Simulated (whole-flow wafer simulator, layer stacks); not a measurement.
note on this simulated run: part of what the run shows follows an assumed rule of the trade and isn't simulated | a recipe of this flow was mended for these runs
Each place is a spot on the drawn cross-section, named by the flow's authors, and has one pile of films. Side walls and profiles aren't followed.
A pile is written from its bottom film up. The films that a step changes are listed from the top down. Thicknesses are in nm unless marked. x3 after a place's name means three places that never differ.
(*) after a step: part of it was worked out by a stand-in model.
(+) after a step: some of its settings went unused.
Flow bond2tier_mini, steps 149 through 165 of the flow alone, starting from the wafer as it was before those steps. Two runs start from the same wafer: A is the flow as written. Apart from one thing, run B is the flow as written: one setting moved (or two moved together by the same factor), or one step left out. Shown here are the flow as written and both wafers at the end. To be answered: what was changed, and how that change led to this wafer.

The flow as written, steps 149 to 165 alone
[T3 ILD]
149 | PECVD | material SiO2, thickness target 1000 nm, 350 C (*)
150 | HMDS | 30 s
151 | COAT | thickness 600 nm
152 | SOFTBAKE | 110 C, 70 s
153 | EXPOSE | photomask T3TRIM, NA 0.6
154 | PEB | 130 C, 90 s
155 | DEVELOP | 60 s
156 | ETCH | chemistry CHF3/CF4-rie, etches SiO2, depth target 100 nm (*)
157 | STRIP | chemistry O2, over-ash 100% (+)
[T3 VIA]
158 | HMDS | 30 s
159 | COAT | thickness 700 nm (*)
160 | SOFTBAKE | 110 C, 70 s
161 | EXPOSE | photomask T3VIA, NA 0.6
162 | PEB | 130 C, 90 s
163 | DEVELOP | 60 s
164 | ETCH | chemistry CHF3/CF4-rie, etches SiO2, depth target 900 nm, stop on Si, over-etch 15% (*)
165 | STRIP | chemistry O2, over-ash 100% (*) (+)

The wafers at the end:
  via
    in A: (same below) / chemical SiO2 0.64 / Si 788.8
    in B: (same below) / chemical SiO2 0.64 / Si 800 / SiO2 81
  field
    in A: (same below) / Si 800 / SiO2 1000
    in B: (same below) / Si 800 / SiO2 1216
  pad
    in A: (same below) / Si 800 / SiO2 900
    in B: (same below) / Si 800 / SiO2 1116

The reason: step 149, PECVD: thickness target 1216 nm was run, though the flow has thickness target 1000 nm.
One can read it off the wafer: field has SiO2 1216, and step 149 as written asks for 1000 nm.

How this came from the change, step by step:
  149 | PECVD | material SiO2, thickness target 1000 nm, 350 C (*)
      field, pad, via: A +1000 SiO2 (new film) | B +1216 SiO2 (new film)
  164 | ETCH | chemistry CHF3/CF4-rie, etches SiO2, depth target 900 nm, stop on Si, over-etch 15% (*)
      via: A -900 SiO2 (all of it), -11.2 Si | B -1035 SiO2
